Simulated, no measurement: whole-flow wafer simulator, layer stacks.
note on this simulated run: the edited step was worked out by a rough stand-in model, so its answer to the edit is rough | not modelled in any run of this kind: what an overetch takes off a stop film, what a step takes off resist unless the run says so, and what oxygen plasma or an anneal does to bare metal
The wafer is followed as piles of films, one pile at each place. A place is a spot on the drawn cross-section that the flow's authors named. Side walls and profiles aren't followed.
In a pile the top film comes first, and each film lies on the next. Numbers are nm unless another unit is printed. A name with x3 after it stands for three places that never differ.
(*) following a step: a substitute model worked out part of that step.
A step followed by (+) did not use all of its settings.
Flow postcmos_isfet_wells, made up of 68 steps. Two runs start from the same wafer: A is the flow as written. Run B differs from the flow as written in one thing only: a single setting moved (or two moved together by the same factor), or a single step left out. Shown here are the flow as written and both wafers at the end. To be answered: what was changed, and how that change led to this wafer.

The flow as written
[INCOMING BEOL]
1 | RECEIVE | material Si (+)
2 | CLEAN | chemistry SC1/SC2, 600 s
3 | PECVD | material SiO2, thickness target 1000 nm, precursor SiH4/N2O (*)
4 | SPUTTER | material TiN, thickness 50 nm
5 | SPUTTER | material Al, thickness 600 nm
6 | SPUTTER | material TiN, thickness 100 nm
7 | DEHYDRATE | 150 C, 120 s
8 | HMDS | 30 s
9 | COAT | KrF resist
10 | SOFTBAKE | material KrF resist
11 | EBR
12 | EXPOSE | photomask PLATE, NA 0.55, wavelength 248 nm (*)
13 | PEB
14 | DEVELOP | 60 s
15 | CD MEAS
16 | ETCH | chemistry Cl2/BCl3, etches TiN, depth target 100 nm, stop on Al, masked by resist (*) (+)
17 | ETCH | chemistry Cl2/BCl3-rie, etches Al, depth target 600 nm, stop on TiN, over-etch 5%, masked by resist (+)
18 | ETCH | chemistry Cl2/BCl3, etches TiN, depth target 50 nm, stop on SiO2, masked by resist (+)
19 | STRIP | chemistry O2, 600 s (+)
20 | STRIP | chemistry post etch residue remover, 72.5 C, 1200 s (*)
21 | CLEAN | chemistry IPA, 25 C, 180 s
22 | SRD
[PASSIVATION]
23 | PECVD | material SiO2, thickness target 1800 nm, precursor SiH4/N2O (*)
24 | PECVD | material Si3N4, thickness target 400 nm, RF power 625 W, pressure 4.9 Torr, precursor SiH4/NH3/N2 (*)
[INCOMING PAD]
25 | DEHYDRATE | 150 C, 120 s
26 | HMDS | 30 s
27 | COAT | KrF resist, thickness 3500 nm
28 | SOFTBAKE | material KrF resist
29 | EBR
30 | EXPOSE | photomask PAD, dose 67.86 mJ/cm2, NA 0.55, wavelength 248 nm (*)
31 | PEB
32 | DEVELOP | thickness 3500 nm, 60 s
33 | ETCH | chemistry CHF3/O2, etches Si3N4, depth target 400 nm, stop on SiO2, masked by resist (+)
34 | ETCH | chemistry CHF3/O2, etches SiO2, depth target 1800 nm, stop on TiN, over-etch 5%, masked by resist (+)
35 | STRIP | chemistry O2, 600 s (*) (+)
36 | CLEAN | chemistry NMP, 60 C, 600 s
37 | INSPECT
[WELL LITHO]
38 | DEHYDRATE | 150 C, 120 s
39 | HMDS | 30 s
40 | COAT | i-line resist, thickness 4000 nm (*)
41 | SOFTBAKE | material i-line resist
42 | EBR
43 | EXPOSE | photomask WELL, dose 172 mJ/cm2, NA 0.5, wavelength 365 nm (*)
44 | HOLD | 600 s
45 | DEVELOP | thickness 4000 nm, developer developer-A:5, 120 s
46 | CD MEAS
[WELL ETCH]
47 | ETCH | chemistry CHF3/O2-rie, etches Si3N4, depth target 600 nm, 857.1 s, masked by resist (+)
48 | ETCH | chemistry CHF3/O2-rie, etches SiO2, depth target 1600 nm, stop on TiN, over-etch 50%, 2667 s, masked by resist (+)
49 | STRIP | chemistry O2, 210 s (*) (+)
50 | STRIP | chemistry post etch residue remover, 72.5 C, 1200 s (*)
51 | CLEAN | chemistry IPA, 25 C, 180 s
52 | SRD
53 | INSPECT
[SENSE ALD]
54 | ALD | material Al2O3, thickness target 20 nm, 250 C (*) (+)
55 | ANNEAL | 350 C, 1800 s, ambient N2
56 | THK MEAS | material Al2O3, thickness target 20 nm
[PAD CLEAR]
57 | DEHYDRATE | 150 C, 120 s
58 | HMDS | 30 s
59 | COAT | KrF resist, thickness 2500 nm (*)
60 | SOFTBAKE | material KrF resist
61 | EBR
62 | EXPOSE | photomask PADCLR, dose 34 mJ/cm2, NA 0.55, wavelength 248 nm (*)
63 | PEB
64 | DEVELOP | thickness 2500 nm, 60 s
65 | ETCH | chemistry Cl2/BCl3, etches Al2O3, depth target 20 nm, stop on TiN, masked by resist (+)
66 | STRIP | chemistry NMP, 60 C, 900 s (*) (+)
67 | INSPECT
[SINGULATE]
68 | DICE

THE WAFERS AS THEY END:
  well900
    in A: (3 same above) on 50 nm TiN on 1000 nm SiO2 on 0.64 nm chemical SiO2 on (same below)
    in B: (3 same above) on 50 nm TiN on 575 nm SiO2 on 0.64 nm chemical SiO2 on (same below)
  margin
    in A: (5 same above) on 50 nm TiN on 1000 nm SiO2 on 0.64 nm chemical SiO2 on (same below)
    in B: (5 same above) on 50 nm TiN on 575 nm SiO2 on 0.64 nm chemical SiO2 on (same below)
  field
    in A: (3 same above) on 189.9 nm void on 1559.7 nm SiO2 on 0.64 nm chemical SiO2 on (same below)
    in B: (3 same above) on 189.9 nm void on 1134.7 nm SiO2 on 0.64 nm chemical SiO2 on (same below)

Cause: step 3, PECVD: thickness target 575 nm was run, though the flow has thickness target 1000 nm.
The wafer itself shows it: well900 has SiO2 575, and step 3 as written asks for 1000 nm.

The path from the change to this, step by step:
  3 | PECVD | material SiO2, thickness target 1000 nm, precursor SiH4/N2O (*)
      field, margin, well900, well1300 x3, pad_rim, pad_clr, pad_open: A SiO2 gains 1000 (new film) | B SiO2 gains 575 (new film)
